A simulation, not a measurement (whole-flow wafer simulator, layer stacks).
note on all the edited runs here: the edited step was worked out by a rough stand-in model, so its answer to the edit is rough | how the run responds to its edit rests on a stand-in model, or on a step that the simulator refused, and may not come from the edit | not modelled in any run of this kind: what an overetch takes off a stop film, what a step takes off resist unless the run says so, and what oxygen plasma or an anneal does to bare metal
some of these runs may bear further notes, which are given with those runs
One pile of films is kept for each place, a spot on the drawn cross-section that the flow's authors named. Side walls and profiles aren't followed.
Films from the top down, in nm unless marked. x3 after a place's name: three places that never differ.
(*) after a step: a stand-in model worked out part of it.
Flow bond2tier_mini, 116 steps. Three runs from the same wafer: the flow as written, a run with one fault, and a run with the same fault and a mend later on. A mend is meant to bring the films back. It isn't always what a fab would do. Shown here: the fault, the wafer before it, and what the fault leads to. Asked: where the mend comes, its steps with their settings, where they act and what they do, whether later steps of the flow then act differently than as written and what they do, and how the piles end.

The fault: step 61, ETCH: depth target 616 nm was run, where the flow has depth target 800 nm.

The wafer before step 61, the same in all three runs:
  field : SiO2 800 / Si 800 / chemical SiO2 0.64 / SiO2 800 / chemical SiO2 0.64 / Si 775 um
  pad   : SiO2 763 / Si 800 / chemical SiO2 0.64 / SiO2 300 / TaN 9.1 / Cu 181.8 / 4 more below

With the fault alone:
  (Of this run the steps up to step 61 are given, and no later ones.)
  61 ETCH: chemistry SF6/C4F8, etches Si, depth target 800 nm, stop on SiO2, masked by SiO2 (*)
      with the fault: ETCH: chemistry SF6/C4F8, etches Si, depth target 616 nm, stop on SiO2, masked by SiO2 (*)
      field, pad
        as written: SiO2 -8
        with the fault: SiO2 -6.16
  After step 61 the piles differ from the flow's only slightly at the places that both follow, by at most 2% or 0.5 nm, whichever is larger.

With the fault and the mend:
  The mend comes after step 61.
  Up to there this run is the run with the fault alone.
  61a ETCH: chemistry SF6/C4F8, etches Si, depth target 184 nm, stop on SiO2, masked by SiO2 (*) (the flow's step 61 once more, with other settings)
      field, pad
        SiO2 -1.84
  No later step of the flow acts differently than as written at any place that is followed.
  At the end the piles are the same as the flow's at every place that both follow.
